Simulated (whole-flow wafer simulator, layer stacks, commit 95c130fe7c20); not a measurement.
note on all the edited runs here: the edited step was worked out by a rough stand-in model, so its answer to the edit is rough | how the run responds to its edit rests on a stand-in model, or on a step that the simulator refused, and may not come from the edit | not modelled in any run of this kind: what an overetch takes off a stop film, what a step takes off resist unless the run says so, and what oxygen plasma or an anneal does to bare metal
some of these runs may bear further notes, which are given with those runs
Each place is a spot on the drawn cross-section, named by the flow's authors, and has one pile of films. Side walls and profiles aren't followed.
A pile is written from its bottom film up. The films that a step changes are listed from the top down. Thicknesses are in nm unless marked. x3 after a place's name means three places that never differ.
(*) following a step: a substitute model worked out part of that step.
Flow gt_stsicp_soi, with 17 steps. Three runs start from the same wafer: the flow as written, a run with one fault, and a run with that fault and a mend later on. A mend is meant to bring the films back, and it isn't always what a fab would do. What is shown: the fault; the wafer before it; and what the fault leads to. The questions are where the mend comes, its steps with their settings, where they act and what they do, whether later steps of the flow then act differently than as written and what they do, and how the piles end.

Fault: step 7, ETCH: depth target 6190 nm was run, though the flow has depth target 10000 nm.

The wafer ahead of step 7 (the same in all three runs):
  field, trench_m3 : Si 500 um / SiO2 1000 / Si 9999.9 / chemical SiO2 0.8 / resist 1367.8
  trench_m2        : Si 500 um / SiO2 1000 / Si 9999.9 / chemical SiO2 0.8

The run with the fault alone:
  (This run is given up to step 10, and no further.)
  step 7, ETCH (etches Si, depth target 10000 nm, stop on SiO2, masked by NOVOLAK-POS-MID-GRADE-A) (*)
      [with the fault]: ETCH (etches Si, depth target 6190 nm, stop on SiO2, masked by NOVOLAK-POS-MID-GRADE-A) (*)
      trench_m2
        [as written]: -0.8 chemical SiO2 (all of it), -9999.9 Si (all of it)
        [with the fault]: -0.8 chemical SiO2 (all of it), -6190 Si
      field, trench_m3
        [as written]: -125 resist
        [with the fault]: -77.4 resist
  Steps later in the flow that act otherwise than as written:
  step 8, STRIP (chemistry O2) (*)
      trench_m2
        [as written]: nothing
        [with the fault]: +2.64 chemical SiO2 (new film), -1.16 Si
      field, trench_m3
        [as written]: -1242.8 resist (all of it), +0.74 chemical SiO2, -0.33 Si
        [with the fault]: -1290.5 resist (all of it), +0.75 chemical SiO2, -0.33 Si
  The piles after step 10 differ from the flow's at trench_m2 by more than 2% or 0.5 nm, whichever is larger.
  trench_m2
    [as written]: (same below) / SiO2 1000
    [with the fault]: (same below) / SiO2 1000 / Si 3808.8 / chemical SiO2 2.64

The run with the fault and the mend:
  The mend follows step 7.
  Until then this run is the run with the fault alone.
  step 7a, ETCH (etches Si, depth target 3810 nm, stop on SiO2, masked by NOVOLAK-POS-MID-GRADE-A) (*) (the flow's step 7 again, with other settings)
      field, trench_m3
        -47.6 resist
      trench_m2
        -3809.9 Si (all of it)
  Every later step of the flow that is run acts as written at every place that is followed.
  The piles end the same as the flow's at every place that both follow.
